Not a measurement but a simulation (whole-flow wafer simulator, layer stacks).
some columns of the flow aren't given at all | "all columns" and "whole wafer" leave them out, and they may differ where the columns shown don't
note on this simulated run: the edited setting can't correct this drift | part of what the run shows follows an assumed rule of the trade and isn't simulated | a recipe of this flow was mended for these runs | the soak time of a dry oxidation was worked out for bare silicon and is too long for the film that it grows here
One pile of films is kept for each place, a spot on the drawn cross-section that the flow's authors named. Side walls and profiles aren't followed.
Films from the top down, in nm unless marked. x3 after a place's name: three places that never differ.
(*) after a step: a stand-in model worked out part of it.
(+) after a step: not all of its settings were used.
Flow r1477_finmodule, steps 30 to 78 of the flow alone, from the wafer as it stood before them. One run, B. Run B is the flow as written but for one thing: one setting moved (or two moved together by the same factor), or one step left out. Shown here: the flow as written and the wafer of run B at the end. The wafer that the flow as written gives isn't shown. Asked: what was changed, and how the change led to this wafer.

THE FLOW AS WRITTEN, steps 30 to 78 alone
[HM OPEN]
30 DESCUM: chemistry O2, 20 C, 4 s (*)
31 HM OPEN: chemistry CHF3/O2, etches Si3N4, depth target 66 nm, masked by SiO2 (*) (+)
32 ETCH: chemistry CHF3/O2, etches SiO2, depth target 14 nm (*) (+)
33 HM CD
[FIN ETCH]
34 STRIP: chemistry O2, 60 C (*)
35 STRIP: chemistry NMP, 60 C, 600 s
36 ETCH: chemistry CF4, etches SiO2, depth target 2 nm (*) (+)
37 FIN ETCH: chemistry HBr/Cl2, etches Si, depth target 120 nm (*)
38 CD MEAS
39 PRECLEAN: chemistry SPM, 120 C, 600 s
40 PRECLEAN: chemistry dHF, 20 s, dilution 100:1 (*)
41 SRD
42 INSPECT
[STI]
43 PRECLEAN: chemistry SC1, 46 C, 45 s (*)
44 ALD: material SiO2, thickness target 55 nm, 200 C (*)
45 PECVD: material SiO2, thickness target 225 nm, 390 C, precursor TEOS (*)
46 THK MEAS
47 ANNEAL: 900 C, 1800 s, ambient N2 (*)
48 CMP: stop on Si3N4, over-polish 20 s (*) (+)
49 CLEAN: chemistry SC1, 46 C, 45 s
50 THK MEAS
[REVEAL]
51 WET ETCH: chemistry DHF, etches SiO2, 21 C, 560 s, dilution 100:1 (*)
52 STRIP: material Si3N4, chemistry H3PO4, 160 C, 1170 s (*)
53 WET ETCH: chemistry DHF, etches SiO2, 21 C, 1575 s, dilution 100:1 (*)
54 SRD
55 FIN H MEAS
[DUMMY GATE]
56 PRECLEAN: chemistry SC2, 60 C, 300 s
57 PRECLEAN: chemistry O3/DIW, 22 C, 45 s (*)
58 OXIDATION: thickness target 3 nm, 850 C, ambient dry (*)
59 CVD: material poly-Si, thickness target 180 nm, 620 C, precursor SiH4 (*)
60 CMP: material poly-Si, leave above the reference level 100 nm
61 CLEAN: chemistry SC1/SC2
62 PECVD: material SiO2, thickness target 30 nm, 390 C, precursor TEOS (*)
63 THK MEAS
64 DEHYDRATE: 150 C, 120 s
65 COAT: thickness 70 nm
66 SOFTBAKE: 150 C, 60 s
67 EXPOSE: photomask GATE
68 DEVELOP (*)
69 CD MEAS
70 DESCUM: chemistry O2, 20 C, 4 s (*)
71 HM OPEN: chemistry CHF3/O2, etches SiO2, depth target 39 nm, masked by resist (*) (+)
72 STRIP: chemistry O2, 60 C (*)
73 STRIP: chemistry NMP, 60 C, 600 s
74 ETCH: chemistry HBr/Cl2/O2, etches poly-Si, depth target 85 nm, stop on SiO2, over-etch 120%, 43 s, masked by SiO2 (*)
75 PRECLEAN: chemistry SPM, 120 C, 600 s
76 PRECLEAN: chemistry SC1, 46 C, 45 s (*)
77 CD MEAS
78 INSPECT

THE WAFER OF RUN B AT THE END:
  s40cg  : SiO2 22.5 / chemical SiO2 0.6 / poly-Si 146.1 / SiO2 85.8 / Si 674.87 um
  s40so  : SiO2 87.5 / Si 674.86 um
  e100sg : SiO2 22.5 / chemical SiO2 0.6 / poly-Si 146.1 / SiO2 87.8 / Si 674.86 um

The cause: step 31, HM OPEN: depth target 85.8 nm was run, where the flow has depth target 66 nm.

How the change led to this, step by step:
  31 HM OPEN: chemistry CHF3/O2, etches Si3N4, depth target 66 nm, masked by SiO2 (*) (+)
      pad, padg, esg and 13 more: Si3N4 -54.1 (all of it), SiO2 -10 (all of it), Si -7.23 (as written it would be: Si3N4 -54.1 (all of it), SiO2 -5.95)
      s40cg, s45cg, s50cg, s40co, s45co, s50co: Si3N4 -60 (all of it), SiO2 -10 (all of it), Si -5.27 (as written it would be: Si3N4 -60 (all of it), SiO2 -3)
      (and at 14 more places)
  32 ETCH: chemistry CHF3/O2, etches SiO2, depth target 14 nm (*) (+)
      pad, padg: Si -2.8 (as written it would be: SiO2 -4.05 (all of it), Si -1.99)
      esg, eso: Si -2.35 (as written it would be: SiO2 -4.05 (all of it), Si -1.99)
      (and at 18 more places)
  34 STRIP: chemistry O2, 60 C (*)
      elg, e40lg, e100lg, e200lg, elo, e40lo, e100lo, e200lo: e-beam-resist -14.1 (all of it) (as written it would be: e-beam-resist -33.9 (all of it))
  44 ALD: material SiO2, thickness target 55 nm, 200 C (*)
      esg, eso: SiO2 +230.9 (new film) (as written it would be: SiO2 +223.2 (new film))
      e40sg, e40so: SiO2 +230.7 (new film) (as written it would be: SiO2 +223.2 (new film))
      (and at 4 more places)
  48 CMP: stop on Si3N4, over-polish 20 s (*) (+)
      s40cg, s40sg, s45cg and 9 more: SiO2 -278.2 (as written it would be: SiO2 -288.1)
      s40sg_line, s45sg_line, s50sg_line, s40so_line, s45so_line, s50so_line: SiO2 -277.1 (all of it), Si3N4 -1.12 (as written it would be: SiO2 -287 (all of it), Si3N4 -1.12)
      (and at 2 more places)
